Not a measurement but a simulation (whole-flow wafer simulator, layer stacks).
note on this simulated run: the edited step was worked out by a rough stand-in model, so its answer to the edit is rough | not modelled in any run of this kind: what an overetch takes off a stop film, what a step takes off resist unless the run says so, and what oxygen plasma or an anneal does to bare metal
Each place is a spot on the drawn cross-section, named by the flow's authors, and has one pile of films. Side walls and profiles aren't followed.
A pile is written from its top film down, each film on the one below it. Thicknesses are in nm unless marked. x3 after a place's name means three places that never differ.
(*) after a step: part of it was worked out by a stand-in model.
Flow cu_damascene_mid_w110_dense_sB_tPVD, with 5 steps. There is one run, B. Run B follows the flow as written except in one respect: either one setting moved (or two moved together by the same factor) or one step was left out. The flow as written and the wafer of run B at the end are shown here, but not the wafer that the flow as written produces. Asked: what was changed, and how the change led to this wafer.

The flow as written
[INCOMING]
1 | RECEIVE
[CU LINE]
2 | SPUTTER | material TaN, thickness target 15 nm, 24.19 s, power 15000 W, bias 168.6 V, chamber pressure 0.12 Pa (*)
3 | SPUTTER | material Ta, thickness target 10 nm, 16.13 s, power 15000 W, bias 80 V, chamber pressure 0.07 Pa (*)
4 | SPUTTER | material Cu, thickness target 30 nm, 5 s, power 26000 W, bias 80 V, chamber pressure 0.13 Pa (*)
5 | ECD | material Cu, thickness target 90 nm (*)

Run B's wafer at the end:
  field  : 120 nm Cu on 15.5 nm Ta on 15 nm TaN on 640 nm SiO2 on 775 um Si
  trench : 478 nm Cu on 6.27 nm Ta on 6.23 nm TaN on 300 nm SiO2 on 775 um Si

What caused this: step 3, SPUTTER: 25 s was run, while the flow as written has 16.13 s.

How this came from the change, step by step:
  3 | SPUTTER | material Ta, thickness target 10 nm, 16.13 s, power 15000 W, bias 80 V, chamber pressure 0.07 Pa (*)
      field: +15.5 Ta (new film) (as written it would have been: +10 Ta (new film))
      trench: +6.27 Ta (new film) (as written it would have been: +4.05 Ta (new film))
